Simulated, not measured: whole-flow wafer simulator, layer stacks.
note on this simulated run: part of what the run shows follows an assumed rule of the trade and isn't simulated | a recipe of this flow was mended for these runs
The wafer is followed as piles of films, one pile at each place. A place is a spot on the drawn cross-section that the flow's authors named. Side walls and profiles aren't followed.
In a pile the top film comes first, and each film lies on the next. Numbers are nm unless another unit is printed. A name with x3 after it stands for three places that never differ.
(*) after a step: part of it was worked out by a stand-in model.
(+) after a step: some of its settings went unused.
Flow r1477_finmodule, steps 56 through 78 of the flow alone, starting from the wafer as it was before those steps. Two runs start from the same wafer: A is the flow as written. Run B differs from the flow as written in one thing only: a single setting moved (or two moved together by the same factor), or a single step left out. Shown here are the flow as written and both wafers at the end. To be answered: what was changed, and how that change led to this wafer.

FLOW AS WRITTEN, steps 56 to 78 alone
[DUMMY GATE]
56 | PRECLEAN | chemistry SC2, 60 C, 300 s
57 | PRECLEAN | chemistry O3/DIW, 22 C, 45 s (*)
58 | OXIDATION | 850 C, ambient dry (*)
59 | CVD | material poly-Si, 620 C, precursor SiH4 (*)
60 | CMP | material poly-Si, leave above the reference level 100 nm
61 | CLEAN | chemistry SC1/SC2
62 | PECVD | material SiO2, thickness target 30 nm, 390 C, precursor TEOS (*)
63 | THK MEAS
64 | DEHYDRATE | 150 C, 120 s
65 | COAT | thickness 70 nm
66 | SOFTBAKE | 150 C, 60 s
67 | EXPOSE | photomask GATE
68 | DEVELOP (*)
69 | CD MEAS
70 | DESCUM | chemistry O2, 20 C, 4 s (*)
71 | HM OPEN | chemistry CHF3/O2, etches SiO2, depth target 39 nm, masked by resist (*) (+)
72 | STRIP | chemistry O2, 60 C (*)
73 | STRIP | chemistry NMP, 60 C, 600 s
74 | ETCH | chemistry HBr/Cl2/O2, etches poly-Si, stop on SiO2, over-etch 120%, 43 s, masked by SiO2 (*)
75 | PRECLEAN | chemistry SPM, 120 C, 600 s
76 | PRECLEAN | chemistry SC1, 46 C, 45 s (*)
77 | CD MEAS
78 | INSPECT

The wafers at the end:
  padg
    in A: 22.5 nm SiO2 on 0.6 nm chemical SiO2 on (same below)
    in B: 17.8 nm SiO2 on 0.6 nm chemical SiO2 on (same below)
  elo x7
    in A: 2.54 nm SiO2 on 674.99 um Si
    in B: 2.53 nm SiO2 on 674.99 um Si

The reason: step 62, PECVD: thickness target 25.3 nm was run, though the flow has thickness target 30 nm.

Step by step, how the change led to this:
  62 | PECVD | material SiO2, thickness target 30 nm, 390 C, precursor TEOS (*)
      pad, padg, elg x7 and 27 more: A +30 SiO2 (new film) | B +25.3 SiO2 (new film)
  71 | HM OPEN | chemistry CHF3/O2, etches SiO2, depth target 39 nm, masked by resist (*) (+)
      pad, elo x7, eso x6, e200so, s40co x3: A -30 SiO2 (all of it), -0.6 chemical SiO2 (all of it), -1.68 poly-Si | B -25.3 SiO2 (all of it), -0.6 chemical SiO2 (all of it), -2.62 poly-Si
